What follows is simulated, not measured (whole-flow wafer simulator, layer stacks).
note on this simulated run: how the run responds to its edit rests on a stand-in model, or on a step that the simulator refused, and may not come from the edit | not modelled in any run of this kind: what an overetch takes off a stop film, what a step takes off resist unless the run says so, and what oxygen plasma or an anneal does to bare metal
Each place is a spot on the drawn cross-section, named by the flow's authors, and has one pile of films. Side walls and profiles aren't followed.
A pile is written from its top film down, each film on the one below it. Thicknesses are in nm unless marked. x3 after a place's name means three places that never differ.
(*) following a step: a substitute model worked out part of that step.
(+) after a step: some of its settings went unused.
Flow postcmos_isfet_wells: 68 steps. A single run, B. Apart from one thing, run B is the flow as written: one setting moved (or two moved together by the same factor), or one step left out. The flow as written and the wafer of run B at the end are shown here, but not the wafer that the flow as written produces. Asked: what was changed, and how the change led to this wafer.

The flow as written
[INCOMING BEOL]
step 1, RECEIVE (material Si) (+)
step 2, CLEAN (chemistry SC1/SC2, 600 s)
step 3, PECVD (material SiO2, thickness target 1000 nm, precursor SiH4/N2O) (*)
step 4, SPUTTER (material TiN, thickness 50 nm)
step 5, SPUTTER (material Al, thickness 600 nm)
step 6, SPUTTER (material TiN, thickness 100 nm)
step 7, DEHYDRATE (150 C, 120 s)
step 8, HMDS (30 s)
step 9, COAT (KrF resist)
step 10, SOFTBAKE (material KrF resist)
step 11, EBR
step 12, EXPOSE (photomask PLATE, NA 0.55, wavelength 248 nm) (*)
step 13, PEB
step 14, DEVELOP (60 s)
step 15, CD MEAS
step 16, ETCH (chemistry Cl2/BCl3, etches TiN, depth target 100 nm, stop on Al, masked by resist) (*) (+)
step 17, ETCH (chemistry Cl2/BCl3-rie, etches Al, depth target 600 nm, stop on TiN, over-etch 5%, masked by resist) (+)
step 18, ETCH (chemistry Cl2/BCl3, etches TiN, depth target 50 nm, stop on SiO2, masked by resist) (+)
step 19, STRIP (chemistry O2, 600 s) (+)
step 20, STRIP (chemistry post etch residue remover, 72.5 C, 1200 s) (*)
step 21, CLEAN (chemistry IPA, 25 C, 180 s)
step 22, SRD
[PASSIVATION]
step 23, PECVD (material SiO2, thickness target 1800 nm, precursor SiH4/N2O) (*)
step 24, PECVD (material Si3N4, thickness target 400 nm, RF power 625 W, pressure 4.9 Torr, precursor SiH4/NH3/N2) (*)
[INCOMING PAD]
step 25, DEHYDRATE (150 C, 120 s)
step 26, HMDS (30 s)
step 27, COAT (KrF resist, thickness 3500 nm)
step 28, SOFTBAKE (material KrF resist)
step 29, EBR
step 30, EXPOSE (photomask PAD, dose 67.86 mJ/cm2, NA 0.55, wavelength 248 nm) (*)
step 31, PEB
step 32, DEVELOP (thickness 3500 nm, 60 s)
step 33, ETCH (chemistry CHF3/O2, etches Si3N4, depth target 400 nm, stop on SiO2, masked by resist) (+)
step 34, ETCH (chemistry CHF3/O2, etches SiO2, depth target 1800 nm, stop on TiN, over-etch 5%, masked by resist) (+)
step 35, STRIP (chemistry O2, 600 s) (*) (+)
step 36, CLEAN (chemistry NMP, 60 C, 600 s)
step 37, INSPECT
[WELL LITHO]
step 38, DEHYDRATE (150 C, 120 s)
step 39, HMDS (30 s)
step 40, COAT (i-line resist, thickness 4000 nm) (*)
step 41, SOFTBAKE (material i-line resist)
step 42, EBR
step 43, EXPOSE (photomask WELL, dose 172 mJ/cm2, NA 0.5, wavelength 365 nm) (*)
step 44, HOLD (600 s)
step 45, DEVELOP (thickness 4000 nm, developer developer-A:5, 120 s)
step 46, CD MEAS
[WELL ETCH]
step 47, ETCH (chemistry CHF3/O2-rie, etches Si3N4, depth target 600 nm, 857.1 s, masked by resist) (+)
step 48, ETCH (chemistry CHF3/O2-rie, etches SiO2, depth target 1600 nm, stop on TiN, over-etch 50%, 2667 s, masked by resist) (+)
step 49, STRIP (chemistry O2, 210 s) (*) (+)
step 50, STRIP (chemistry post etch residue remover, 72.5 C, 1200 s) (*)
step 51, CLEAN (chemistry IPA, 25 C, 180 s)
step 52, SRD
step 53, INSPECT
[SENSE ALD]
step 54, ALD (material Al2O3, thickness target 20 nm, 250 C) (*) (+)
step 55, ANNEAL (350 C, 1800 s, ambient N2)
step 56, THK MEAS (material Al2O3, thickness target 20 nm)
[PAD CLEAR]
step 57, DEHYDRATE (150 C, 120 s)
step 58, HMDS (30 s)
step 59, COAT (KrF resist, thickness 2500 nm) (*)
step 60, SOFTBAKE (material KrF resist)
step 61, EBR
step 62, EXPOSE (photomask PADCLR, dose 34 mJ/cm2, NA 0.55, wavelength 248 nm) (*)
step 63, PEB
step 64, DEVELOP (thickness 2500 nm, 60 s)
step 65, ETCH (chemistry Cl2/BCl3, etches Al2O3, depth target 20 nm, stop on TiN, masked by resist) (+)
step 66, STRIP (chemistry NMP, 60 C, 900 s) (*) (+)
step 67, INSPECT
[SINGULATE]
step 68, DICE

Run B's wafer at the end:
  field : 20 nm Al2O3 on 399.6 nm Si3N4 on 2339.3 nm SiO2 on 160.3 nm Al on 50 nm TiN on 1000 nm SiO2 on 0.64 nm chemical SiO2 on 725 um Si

Cause: step 17, ETCH: depth target 384 nm was run, whereas the flow has depth target 600 nm.

How this came from the change, step by step:
  step 17, ETCH (chemistry Cl2/BCl3-rie, etches Al, depth target 600 nm, stop on TiN, over-etch 5%, masked by resist) (+)
      field: Al loses 384 (in the flow as written it would be: Al loses 600 (all of it))
      margin, well900, well1300 x3, pad_rim, pad_clr, pad_open: KrF resist loses 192 (in the flow as written it would be: KrF resist loses 300)
  step 18, ETCH (chemistry Cl2/BCl3, etches TiN, depth target 50 nm, stop on SiO2, masked by resist) (+)
      field: Al loses 50 (in the flow as written it would be: TiN loses 50 (all of it))
  step 19, STRIP (chemistry O2, 600 s) (+)
      margin, well900, well1300 x3, pad_rim, pad_clr, pad_open: KrF resist loses 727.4 (all of it) (in the flow as written it would be: KrF resist loses 619.4 (all of it))
  step 20, STRIP (chemistry post etch residue remover, 72.5 C, 1200 s) (*)
      field: Al loses 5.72 (in the flow as written it would be: nothing)
  step 23, PECVD (material SiO2, thickness target 1800 nm, precursor SiH4/N2O) (*)
      field: SiO2 gains 2339.3 (new film) (in the flow as written it would be: SiO2 gains 1800 (new film), void gains 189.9 (new film), SiO2 gains 559.7)
With metal films that touch counted as one body, field has 1 body; the flow as written gives 0 bodies.
